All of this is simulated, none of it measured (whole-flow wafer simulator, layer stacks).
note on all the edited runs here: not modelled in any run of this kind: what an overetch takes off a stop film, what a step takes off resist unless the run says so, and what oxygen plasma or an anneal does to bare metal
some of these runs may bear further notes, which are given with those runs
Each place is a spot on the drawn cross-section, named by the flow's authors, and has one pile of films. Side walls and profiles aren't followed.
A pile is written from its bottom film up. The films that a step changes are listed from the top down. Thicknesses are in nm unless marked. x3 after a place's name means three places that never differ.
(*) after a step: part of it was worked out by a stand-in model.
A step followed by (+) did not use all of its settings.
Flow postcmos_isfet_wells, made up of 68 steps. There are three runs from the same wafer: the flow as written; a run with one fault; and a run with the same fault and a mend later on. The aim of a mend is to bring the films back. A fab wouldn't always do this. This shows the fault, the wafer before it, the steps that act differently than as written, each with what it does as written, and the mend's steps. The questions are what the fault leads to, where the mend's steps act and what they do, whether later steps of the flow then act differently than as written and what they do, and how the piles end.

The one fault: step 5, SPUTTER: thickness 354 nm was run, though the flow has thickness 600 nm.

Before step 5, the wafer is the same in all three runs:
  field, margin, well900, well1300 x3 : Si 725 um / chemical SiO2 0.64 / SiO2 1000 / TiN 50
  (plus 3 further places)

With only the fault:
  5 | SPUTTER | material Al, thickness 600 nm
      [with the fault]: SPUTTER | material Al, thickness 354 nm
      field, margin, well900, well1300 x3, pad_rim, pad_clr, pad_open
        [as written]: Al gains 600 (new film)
        [with the fault]: Al gains 354 (new film)
  Steps later in the flow that act otherwise than as written:
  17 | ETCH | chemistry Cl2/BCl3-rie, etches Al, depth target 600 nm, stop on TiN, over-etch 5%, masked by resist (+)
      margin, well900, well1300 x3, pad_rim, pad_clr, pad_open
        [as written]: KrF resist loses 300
        [with the fault]: KrF resist loses 185.9
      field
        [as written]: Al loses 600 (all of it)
        [with the fault]: Al loses 354 (all of it)
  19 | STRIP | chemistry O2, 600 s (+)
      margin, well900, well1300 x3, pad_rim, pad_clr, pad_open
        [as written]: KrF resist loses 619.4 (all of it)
        [with the fault]: KrF resist loses 733.5 (all of it)
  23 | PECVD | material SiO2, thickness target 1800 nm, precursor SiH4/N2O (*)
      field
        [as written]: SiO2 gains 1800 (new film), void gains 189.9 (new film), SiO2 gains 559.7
        [with the fault]: SiO2 gains 2303.6
  At field, margin, well900, well1300 x3, pad_rim, pad_clr, pad_open, the piles at the end differ from the flow's by more than 2% or 0.5 nm, whichever is larger.
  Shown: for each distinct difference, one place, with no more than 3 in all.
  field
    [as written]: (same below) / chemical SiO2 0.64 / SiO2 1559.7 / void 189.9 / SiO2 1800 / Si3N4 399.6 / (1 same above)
    [with the fault]: (same below) / chemical SiO2 0.64 / SiO2 3303.6 / Si3N4 399.6 / (1 same above)
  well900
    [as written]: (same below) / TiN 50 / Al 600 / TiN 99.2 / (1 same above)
    [with the fault]: (same below) / TiN 50 / Al 354 / TiN 99.2 / (1 same above)
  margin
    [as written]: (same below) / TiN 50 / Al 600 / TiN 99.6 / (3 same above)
    [with the fault]: (same below) / TiN 50 / Al 354 / TiN 99.6 / (3 same above)

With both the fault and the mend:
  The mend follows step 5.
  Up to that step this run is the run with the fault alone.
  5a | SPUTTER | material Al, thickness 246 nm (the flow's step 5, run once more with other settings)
      field, margin, well900, well1300 x3, pad_rim, pad_clr, pad_open
        Al gains 246
  None of the later steps of the flow acts differently than as written at any place that is followed.
  By the end, the piles equal the flow's at every place that both follow.
